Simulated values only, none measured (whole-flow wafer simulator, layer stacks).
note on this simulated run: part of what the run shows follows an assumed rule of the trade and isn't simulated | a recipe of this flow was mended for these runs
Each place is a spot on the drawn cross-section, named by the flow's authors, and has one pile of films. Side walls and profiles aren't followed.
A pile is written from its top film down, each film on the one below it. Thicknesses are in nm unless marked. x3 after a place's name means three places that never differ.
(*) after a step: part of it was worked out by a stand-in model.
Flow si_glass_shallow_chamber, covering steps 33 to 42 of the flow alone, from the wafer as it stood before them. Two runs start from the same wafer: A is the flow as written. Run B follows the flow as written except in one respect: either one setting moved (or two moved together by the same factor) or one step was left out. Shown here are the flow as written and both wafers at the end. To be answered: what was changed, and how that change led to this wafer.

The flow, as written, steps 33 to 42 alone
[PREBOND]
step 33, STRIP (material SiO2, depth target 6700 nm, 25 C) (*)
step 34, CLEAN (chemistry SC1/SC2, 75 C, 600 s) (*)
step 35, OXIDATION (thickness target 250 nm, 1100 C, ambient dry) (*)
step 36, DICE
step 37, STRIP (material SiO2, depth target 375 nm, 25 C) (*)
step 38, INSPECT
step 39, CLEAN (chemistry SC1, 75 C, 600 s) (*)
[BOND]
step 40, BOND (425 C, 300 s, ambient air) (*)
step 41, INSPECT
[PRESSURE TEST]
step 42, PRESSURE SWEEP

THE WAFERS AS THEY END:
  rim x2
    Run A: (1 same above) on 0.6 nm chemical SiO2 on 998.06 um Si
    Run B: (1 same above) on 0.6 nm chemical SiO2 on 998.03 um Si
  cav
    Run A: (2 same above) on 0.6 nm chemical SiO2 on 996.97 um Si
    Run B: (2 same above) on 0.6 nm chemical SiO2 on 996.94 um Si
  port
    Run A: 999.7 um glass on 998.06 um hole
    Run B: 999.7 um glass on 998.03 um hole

What caused this: step 35, OXIDATION: thickness target 325 nm was run, though the flow has thickness target 250 nm.

Step by step, how the change led to this:
  step 35, OXIDATION (thickness target 250 nm, 1100 C, ambient dry) (*)
      rim x2, cav, septum, ring: A SiO2 gains 250 (new film), chemical SiO2 loses 0.6 (all of it), Si loses 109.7 | B SiO2 gains 325 (new film), chemical SiO2 loses 0.6 (all of it), Si loses 142.7
  step 37, STRIP (material SiO2, depth target 375 nm, 25 C) (*)
      rim x2, cav, septum, ring: A SiO2 loses 250 (all of it) | B SiO2 loses 325 (all of it)
  step 40, BOND (425 C, 300 s, ambient air) (*)
      port: A glass gains 999.7 um (new film), hole gains 1017.3 | B glass gains 999.7 um (new film), hole gains 984.3
